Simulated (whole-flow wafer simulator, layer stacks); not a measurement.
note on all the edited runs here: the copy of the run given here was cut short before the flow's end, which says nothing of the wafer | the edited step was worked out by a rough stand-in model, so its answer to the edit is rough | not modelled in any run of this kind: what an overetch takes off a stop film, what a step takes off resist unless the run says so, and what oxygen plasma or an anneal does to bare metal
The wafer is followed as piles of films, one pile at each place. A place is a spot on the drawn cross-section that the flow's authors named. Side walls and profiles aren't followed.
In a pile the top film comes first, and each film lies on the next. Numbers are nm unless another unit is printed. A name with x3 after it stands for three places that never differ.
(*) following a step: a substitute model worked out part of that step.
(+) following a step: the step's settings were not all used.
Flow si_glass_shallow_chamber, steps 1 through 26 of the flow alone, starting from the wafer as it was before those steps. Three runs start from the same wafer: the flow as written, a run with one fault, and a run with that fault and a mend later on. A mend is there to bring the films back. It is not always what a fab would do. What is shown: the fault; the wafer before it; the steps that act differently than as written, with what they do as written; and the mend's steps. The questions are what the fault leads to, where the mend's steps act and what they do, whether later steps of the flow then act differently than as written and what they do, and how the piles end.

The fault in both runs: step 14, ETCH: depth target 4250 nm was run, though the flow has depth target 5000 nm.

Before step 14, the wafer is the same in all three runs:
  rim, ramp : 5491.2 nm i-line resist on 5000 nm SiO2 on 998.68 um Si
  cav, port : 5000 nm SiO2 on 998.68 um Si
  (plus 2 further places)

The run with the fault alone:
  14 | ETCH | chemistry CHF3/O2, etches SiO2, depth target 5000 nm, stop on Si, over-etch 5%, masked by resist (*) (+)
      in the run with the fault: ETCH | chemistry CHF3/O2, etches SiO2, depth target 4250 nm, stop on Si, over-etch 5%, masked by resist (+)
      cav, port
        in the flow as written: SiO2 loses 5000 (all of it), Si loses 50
        in the run with the fault: SiO2 loses 4462.5
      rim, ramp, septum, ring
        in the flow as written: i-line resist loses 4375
        in the run with the fault: i-line resist loses 3718.8
  Steps later in the flow that act otherwise than as written (1 more step, not shown, differs only slightly: by at most 2% or 0.5 nm, whichever is larger):
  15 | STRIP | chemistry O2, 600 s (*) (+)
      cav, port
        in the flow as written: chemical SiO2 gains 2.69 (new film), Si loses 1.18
        in the run with the fault: nothing
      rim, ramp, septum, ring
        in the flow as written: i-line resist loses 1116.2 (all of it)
        in the run with the fault: i-line resist loses 1772.4 (all of it)
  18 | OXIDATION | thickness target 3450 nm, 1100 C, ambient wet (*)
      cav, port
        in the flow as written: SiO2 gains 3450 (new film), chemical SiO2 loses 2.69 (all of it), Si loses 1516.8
        in the run with the fault: SiO2 gains 2966.7, Si loses 1305.4
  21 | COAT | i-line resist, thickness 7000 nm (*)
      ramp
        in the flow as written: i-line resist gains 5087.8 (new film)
        in the run with the fault: i-line resist gains 5239.1 (new film)
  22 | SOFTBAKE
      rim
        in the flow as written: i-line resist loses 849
        in the run with the fault: i-line resist loses 792.5
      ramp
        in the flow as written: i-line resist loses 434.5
        in the run with the fault: i-line resist loses 396.3
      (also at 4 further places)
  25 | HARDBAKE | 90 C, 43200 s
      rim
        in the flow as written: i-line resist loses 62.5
        in the run with the fault: i-line resist loses 68.4
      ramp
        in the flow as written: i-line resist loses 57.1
        in the run with the fault: i-line resist loses 63.6
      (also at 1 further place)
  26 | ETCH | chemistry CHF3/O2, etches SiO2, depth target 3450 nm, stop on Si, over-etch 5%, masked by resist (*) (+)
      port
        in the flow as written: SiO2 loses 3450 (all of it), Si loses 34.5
        in the run with the fault: SiO2 loses 3504.2 (all of it), Si loses 23.7
  At rim, ramp, the piles at the end differ from the flow's by more than 2% or 0.5 nm, whichever is larger.
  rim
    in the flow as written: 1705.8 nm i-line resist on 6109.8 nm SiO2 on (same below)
    in the run with the fault: 1865.7 nm i-line resist on 6109.8 nm SiO2 on (same below)
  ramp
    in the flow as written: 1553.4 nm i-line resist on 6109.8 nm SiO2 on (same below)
    in the run with the fault: 1736.4 nm i-line resist on 6109.8 nm SiO2 on (same below)

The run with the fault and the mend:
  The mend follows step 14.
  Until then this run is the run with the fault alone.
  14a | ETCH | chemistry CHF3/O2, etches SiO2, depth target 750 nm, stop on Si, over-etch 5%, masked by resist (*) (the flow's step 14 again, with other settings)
      rim, ramp, septum, ring
        i-line resist loses 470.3
      cav, port
        SiO2 loses 537.5 (all of it), Si loses 50
  Steps later in the flow that act otherwise than as written:
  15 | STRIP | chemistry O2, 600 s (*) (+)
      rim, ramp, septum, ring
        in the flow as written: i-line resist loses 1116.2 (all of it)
        in the run with the mend: i-line resist loses 1302.1 (all of it)
  The piles end the same as the flow's at every place that both follow.
